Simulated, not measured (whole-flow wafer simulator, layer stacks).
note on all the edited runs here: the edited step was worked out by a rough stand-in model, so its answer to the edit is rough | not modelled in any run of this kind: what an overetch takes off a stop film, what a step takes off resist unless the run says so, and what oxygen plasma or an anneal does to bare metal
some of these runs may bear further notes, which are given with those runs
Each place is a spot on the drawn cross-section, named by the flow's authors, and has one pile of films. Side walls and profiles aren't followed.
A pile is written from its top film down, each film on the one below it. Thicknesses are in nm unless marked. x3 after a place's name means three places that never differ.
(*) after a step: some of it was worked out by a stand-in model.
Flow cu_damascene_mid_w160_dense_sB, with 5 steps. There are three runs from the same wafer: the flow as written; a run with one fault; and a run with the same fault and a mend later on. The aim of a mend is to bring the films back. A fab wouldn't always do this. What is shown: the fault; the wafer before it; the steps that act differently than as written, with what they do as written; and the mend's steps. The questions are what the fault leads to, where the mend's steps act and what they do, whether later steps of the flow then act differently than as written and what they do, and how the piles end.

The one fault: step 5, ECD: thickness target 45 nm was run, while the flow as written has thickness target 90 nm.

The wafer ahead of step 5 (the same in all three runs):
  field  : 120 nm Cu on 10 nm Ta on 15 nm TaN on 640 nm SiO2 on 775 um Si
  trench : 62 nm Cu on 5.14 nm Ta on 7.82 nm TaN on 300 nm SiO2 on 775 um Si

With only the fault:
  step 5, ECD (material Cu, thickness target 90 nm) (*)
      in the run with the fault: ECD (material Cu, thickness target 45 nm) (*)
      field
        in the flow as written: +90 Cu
        in the run with the fault: +45 Cu
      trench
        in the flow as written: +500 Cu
        in the run with the fault: +45 Cu
  None of the later steps of the flow acts differently than as written at any place that is followed.
  At field, trench, the piles at the end differ from the flow's by more than 2% or 0.5 nm, whichever is larger.
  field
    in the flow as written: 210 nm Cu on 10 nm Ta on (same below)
    in the run with the fault: 165 nm Cu on 10 nm Ta on (same below)
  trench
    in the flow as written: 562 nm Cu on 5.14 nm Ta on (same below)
    in the run with the fault: 107 nm Cu on 5.14 nm Ta on (same below)

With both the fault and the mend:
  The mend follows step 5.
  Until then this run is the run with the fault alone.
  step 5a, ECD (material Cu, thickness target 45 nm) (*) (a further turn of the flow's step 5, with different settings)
      field
        +45 Cu
      trench
        +455 Cu
  None of the later steps of the flow acts differently than as written at any place that is followed.
  By the end, the piles equal the flow's at every place that both follow.
